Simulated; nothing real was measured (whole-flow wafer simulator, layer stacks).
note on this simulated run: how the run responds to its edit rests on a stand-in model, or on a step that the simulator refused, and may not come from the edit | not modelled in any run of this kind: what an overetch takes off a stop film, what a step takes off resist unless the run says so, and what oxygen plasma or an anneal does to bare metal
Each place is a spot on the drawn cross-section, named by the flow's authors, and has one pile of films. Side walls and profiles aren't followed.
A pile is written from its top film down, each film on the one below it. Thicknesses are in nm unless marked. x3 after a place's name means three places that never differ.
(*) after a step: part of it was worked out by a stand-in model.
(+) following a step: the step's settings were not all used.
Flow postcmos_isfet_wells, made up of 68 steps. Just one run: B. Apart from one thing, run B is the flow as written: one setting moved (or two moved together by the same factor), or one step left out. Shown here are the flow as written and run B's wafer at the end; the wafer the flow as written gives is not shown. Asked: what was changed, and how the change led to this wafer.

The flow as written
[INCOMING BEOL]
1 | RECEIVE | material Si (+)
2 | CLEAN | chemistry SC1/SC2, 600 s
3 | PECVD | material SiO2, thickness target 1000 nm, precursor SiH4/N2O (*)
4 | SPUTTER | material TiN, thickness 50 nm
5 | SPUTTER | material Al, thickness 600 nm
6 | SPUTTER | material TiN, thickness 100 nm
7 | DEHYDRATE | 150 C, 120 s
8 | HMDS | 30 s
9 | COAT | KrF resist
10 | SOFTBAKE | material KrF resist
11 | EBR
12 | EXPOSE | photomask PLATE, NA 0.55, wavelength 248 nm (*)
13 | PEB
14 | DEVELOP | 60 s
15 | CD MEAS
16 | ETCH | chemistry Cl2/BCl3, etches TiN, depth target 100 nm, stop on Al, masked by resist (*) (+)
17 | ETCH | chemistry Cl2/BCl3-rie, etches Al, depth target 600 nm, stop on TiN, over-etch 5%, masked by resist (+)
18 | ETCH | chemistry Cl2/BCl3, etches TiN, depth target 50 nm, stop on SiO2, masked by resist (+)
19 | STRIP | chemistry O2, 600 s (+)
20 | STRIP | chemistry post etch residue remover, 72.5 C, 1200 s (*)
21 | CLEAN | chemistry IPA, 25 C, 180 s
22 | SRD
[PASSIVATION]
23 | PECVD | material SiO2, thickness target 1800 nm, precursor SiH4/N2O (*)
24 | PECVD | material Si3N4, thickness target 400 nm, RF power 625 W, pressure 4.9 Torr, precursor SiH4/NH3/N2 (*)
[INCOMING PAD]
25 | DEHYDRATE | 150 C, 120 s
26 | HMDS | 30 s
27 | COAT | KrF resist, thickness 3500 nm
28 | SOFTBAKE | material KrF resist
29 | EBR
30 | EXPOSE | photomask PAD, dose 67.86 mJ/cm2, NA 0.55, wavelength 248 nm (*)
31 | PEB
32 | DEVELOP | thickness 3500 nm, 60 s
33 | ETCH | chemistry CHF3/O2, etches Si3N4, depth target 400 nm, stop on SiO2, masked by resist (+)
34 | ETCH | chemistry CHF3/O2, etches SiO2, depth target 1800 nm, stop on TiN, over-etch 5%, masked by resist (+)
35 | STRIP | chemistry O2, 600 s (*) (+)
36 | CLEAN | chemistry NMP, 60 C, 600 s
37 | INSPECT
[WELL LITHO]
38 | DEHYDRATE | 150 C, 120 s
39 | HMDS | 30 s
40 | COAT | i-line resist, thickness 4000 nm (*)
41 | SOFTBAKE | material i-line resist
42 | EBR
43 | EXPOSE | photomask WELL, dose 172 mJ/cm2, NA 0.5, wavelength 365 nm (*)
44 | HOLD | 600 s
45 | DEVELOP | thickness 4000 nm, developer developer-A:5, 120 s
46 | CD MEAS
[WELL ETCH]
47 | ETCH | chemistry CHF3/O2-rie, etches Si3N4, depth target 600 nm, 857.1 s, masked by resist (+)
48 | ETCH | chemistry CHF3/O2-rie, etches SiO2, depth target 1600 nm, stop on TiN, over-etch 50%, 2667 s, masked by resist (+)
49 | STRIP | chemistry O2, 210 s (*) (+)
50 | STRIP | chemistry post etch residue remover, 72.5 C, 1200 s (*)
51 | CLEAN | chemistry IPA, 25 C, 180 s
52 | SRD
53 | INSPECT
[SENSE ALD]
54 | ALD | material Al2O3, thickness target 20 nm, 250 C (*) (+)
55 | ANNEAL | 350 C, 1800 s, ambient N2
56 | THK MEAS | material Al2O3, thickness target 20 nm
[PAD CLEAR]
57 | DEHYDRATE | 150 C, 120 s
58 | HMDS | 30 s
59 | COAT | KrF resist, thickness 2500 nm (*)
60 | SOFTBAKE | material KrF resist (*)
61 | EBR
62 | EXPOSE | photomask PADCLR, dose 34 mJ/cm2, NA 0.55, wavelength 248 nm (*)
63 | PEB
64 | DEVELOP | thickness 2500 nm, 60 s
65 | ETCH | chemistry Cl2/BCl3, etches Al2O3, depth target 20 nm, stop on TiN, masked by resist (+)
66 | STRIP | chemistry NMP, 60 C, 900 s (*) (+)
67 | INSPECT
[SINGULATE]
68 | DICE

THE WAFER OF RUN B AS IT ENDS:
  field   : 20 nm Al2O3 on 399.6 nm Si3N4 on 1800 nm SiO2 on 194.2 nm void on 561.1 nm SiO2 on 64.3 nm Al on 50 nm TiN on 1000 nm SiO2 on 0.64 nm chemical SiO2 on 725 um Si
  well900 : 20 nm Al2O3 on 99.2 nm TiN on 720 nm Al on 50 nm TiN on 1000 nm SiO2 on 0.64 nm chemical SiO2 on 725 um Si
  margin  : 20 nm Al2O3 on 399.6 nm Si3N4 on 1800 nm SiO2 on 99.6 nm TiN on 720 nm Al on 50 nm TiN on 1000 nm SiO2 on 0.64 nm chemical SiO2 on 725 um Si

Cause: step 5, SPUTTER: thickness 720 nm was run, whereas the flow has thickness 600 nm.
The wafer itself shows it: well900 has Al 720, and step 5 as written asks for 600 nm.

How this came from the change, step by step:
  5 | SPUTTER | material Al, thickness 600 nm
      field, margin, well900 and 6 more: Al gains 720 (new film) (in the flow as written it would be: Al gains 600 (new film))
  17 | ETCH | chemistry Cl2/BCl3-rie, etches Al, depth target 600 nm, stop on TiN, over-etch 5%, masked by resist (+)
      field: Al loses 600 (in the flow as written it would be: Al loses 600 (all of it))
  18 | ETCH | chemistry Cl2/BCl3, etches TiN, depth target 50 nm, stop on SiO2, masked by resist (+)
      field: Al loses 50 (in the flow as written it would be: TiN loses 50 (all of it))
  20 | STRIP | chemistry post etch residue remover, 72.5 C, 1200 s (*)
      field: Al loses 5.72 (in the flow as written it would be: nothing)
  23 | PECVD | material SiO2, thickness target 1800 nm, precursor SiH4/N2O (*)
      field: SiO2 gains 1800 (new film), void gains 194.2 (new film), SiO2 gains 561.1 (new film) (in the flow as written it would be: SiO2 gains 1800 (new film), void gains 189.9 (new film), SiO2 gains 559.7)
With metal films that touch counted as one body, field has 1 body; the flow as written gives 0 bodies.
